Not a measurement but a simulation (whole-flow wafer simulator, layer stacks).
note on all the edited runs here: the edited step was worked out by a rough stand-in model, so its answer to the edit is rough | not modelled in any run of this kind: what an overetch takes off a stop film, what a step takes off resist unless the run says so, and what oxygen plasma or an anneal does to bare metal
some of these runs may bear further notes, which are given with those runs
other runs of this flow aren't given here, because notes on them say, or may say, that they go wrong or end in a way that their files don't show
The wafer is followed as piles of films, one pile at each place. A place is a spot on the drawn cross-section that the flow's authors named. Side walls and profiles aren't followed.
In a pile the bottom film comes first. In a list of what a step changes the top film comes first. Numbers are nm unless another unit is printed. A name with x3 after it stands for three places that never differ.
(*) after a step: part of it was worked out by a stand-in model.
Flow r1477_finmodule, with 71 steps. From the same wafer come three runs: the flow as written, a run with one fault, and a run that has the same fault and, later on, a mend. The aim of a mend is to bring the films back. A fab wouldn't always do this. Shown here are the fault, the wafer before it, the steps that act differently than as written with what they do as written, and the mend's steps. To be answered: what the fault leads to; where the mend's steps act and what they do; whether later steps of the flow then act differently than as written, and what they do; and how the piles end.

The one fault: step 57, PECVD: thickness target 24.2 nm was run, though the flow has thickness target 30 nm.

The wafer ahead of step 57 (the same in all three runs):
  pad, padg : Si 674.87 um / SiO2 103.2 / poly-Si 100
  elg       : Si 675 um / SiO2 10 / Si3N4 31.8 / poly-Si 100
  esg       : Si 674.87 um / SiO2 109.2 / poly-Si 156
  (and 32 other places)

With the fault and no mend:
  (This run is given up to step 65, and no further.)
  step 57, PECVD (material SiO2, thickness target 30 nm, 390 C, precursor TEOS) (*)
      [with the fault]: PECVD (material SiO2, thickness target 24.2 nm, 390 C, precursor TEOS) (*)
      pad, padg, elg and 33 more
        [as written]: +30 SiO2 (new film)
        [with the fault]: +24.2 SiO2 (new film)
  Every later step of the flow up to step 65 that is run acts as written at every place that is followed.
  Once step 65 is done, the piles at pad, padg, elg and 33 more depart from the flow's by more than 2% or 0.5 nm, whichever is larger.
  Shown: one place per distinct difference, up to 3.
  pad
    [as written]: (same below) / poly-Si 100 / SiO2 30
    [with the fault]: (same below) / poly-Si 100 / SiO2 24.2
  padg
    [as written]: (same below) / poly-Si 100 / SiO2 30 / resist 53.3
    [with the fault]: (same below) / poly-Si 100 / SiO2 24.2 / resist 53.3
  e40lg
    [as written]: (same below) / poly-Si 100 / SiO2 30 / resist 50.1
    [with the fault]: (same below) / poly-Si 100 / SiO2 24.2 / resist 50.1

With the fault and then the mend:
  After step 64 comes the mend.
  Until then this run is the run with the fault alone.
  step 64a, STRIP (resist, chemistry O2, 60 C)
      padg, elg, esg
        -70 resist (all of it)
      e40lg, e100lg, e200lg
        -66.9 resist (all of it)
      s40sg, s45sg
        -91 resist (all of it)
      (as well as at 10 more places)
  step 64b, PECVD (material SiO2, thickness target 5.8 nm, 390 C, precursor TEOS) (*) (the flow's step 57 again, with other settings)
      pad, padg, elg and 33 more
        +5.8 SiO2
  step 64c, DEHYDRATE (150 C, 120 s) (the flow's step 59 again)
      does not change any film at any place that is followed
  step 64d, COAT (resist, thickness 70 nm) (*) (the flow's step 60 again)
      e40lg, e100lg, e200lg, elo, e40lo, e100lo, e200lo
        +66.9 resist (new film)
      pad, padg, elg, esg
        +70 resist (new film)
      s40sg, s45sg, s40so, s45so
        +91 resist (new film)
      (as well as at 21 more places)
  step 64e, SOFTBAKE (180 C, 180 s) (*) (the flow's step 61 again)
      does not change any film at any place that is followed
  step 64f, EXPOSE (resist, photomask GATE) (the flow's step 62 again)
      does not change any film at any place that is followed
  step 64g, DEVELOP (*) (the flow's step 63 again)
      elo, e40lo, e100lo, e200lo
        -66.9 resist (all of it)
      eso, e40so
        -129.5 resist (all of it)
      s40so, s45so
        -91 resist (all of it)
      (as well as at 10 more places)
  Every later step of the flow that is run acts as written at every place that is followed.
  At every place that both follow, the piles at the end match the flow's.
